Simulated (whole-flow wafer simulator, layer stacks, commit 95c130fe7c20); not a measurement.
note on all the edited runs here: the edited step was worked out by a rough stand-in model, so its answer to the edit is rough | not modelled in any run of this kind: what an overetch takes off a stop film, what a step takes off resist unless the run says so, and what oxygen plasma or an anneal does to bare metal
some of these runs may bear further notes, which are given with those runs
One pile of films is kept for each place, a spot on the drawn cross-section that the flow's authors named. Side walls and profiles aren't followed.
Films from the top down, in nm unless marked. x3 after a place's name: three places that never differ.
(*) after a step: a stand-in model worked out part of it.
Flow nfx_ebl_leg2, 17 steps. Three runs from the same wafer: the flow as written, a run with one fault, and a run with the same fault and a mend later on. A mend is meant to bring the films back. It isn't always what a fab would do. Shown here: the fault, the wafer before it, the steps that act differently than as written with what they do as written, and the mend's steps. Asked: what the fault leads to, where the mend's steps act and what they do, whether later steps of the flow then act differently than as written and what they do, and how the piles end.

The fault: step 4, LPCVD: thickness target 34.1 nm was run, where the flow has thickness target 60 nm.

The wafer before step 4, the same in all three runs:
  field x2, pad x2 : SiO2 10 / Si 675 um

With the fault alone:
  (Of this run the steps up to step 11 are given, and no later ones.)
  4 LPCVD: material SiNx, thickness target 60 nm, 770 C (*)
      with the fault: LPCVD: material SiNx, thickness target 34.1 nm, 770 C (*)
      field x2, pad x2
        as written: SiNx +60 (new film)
        with the fault: SiNx +34.1 (new film)
  No later step of the flow up to step 11 acts differently than as written at any place that is followed.
  After step 11 the piles differ from the flow's by more than 2% or 0.5 nm, whichever is larger, at field x2, pad x2.
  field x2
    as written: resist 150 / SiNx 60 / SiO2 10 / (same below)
    with the fault: resist 150 / SiNx 34.1 / SiO2 10 / (same below)
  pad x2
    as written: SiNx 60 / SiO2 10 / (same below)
    with the fault: SiNx 34.1 / SiO2 10 / (same below)

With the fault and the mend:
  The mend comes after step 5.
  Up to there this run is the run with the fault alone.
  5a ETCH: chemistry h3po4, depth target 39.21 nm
      field x2, pad x2
        SiNx -34.1 (all of it)
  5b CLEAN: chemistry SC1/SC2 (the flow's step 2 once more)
      changes no film at any place that is followed
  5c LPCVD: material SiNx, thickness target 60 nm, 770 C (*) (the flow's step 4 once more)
      field x2, pad x2
        SiNx +60 (new film)
  No later step of the flow acts differently than as written at any place that is followed.
  At the end the piles are the same as the flow's at every place that both follow.
